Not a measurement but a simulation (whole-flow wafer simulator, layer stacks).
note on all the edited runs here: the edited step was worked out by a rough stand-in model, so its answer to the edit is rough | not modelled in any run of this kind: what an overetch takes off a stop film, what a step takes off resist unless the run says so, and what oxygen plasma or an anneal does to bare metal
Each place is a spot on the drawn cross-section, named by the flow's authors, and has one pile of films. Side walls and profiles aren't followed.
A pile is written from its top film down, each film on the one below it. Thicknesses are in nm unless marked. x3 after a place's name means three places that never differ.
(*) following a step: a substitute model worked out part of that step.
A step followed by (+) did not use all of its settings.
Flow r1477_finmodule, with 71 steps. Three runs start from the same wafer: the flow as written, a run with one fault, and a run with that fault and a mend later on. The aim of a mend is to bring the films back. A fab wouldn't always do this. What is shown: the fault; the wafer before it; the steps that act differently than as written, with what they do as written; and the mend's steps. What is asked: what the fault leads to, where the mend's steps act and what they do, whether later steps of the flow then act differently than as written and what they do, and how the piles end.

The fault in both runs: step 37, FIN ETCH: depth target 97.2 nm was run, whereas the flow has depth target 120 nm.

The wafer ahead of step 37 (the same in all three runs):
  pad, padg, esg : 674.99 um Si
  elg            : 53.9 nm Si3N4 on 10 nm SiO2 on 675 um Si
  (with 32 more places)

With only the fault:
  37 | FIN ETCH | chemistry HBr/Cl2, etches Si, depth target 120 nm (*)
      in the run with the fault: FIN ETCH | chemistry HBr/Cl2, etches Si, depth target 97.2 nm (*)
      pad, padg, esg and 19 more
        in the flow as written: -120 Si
        in the run with the fault: -97.2 Si
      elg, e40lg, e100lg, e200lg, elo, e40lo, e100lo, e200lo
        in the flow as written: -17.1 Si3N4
        in the run with the fault: -13.9 Si3N4
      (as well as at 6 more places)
  Steps later in the flow that act otherwise than as written (4 more steps, not shown, differ only slightly: by at most 2% or 0.5 nm, whichever is larger):
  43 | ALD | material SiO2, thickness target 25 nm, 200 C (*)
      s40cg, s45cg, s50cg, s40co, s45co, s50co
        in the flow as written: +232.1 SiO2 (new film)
        in the run with the fault: +211.1 SiO2 (new film)
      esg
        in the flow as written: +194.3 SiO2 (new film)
        in the run with the fault: +174.7 SiO2 (new film)
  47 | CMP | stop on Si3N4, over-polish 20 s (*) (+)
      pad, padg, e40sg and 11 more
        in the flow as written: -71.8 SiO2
        in the run with the fault: -94.6 SiO2
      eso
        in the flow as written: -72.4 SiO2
        in the run with the fault: -95.2 SiO2
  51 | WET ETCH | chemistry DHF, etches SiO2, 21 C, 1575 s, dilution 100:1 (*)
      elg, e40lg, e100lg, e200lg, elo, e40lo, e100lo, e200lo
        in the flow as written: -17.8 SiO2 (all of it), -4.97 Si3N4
        in the run with the fault: -14.6 SiO2 (all of it), -5.23 Si3N4
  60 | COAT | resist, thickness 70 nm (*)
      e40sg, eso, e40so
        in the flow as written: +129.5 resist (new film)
        in the run with the fault: +132.3 resist (new film)
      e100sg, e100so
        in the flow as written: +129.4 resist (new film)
        in the run with the fault: +132.2 resist (new film)
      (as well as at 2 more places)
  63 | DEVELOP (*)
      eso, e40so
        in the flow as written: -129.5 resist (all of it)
        in the run with the fault: -132.3 resist (all of it)
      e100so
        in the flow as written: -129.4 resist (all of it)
        in the run with the fault: -132.2 resist (all of it)
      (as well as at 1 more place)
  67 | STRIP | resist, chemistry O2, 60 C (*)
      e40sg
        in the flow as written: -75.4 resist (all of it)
        in the run with the fault: -78.2 resist (all of it)
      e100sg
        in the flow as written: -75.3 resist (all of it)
        in the run with the fault: -78.1 resist (all of it)
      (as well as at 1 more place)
  The piles end different from the flow's at pad, padg, elg and 27 more by more than 2% or 0.5 nm, whichever is larger.
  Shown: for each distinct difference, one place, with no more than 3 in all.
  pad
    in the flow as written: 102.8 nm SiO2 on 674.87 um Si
    in the run with the fault: 80.1 nm SiO2 on 674.89 um Si
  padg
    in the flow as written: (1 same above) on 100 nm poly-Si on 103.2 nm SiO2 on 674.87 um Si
    in the run with the fault: (1 same above) on 100 nm poly-Si on 80.5 nm SiO2 on 674.89 um Si
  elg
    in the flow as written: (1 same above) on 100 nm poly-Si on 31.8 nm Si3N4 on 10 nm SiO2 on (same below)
    in the run with the fault: (1 same above) on 100 nm poly-Si on 34.8 nm Si3N4 on 10 nm SiO2 on (same below)

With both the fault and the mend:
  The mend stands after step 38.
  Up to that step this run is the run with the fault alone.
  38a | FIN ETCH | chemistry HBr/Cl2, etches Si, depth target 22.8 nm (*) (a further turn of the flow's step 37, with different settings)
      pad, padg, esg and 19 more
        -22.8 Si
      elg, e40lg, e100lg, e200lg, elo, e40lo, e100lo, e200lo
        -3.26 Si3N4
      s40sg_line, s45sg_line, s50sg_line, s40so_line, s45so_line, s50so_line
        -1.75 SiO2
  Later steps of the flow that are run all act as written at every place that is followed.
  By the end, the piles equal the flow's at every place that both follow.
